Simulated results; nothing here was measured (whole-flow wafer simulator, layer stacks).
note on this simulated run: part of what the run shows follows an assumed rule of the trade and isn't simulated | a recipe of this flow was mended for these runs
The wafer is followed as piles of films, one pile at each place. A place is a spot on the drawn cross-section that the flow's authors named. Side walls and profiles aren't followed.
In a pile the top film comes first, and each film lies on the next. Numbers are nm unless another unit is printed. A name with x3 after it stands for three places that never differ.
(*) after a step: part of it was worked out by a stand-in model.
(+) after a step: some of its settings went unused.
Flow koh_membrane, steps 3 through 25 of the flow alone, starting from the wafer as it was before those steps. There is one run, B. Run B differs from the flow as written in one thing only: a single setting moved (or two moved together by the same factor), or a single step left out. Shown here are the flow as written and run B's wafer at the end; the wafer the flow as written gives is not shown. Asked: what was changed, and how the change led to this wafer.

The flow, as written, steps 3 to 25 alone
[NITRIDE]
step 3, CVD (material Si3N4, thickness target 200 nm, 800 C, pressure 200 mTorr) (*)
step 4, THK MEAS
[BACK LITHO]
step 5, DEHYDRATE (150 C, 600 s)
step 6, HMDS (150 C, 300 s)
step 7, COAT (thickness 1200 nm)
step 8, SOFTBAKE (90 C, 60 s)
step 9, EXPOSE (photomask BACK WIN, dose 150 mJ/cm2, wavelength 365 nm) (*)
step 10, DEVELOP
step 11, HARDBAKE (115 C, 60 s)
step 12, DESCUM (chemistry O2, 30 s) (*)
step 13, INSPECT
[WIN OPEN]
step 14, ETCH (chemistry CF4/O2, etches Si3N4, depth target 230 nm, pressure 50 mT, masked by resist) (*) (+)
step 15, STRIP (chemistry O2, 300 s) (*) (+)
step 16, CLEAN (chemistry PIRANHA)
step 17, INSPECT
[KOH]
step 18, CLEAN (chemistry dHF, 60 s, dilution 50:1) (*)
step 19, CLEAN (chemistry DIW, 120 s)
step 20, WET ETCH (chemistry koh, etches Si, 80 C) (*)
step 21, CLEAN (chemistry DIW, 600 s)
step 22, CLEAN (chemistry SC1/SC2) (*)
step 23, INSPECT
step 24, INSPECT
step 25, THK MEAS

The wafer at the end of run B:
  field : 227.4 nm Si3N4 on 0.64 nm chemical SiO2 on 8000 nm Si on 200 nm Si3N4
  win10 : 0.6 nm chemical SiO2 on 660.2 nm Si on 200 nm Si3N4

Cause: step 3, CVD: thickness target 229 nm was run, whereas the flow has thickness target 200 nm.

Step by step, how the change led to this:
  step 3, CVD (material Si3N4, thickness target 200 nm, 800 C, pressure 200 mTorr) (*)
      field, win20 x4, win10: Si3N4 gains 229 (new film) (it would be, as written: Si3N4 gains 200 (new film))
  step 14, ETCH (chemistry CF4/O2, etches Si3N4, depth target 230 nm, pressure 50 mT, masked by resist) (*) (+)
      win20 x4, win10: Si3N4 loses 229 (all of it), chemical SiO2 loses 0.64 (all of it), Si loses 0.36 (it would be, as written: Si3N4 loses 200 (all of it), chemical SiO2 loses 0.64 (all of it), Si loses 29.4)
